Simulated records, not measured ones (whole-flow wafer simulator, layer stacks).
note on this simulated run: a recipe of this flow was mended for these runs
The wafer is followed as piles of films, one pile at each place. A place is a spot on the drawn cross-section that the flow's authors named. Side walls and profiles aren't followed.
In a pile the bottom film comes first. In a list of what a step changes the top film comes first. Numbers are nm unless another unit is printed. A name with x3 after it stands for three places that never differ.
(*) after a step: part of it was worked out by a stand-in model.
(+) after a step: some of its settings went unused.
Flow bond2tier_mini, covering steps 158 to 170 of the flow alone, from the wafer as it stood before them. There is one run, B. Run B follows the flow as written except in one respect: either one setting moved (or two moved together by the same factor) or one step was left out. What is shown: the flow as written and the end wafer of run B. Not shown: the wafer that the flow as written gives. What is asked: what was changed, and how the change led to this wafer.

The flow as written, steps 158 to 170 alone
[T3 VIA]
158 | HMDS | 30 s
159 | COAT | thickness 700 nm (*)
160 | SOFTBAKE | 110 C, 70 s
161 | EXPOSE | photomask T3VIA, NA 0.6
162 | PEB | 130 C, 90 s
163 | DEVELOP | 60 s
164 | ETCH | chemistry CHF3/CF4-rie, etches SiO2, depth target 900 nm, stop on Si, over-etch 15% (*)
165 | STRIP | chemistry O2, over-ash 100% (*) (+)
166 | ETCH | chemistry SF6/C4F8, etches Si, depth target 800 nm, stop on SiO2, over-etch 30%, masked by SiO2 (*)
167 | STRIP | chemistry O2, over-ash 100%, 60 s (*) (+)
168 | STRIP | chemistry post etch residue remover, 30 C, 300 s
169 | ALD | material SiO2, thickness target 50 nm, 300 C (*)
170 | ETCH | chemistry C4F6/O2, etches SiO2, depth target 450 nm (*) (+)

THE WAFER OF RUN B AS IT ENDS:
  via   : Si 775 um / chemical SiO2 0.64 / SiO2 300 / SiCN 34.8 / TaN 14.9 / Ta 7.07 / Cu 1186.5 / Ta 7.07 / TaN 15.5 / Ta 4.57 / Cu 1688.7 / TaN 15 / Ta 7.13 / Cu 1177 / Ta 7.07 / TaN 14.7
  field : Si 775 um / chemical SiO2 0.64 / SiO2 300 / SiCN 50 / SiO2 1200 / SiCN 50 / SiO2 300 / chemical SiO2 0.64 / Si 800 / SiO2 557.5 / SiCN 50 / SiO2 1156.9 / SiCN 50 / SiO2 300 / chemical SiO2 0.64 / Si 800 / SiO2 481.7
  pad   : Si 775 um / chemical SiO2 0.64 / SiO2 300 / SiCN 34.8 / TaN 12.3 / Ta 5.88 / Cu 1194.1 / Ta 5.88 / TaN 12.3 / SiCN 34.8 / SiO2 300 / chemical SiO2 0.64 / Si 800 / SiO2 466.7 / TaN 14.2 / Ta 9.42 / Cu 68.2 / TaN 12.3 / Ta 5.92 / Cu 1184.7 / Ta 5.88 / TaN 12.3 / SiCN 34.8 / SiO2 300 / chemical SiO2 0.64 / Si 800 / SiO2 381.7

Cause: step 170, ETCH: depth target 558 nm was run, whereas the flow has depth target 450 nm.

How this came from the change, step by step:
  170 | ETCH | chemistry C4F6/O2, etches SiO2, depth target 450 nm (*) (+)
      via: -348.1 SiO2 (all of it), -34.8 SiCN (all of it), -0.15 TaN (in the flow as written it would be: -348.1 SiO2 (all of it), -17.2 SiCN)
      field, pad: -558 SiO2 (in the flow as written it would be: -450 SiO2)
